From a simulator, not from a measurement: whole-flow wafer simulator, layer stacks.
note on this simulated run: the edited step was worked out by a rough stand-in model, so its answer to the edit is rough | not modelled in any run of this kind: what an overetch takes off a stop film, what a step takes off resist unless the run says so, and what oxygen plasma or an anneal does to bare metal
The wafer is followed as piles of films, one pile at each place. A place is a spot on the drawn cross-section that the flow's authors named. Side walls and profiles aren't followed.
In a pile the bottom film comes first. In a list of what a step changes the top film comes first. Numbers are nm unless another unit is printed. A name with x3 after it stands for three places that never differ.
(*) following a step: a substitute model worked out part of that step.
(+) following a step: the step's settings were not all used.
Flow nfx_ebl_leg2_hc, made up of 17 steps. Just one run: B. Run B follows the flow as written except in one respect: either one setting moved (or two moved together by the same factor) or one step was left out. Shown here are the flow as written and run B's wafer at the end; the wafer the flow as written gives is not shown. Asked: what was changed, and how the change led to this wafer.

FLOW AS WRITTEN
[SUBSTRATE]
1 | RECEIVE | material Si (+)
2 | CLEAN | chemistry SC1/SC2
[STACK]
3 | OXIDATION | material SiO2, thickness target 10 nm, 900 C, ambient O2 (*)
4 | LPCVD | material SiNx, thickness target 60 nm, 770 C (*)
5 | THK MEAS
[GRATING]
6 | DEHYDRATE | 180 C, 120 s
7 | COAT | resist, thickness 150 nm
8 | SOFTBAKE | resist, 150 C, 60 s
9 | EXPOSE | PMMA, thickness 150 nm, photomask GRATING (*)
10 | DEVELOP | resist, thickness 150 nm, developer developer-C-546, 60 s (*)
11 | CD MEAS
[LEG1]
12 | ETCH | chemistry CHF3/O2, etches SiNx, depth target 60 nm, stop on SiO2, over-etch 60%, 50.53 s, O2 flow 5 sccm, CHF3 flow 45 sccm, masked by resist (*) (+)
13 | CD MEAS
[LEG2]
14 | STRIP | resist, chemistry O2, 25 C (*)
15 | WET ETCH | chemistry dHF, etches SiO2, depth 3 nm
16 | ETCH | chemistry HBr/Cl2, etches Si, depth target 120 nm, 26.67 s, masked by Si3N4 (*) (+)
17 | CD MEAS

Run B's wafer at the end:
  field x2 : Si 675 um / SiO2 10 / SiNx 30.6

Cause: step 4, LPCVD: thickness target 42 nm was run, though the flow has thickness target 60 nm.

Step by step, how the change led to this:
  4 | LPCVD | material SiNx, thickness target 60 nm, 770 C (*)
      field x2, pad x2: +42 SiNx (new film) (as written it would have been: +60 SiNx (new film))
  12 | ETCH | chemistry CHF3/O2, etches SiNx, depth target 60 nm, stop on SiO2, over-etch 60%, 50.53 s, O2 flow 5 sccm, CHF3 flow 45 sccm, masked by resist (*) (+)
      pad x2: -42 SiNx (all of it), -10 SiO2 (all of it) (as written it would have been: -60 SiNx (all of it), -10 SiO2 (all of it))
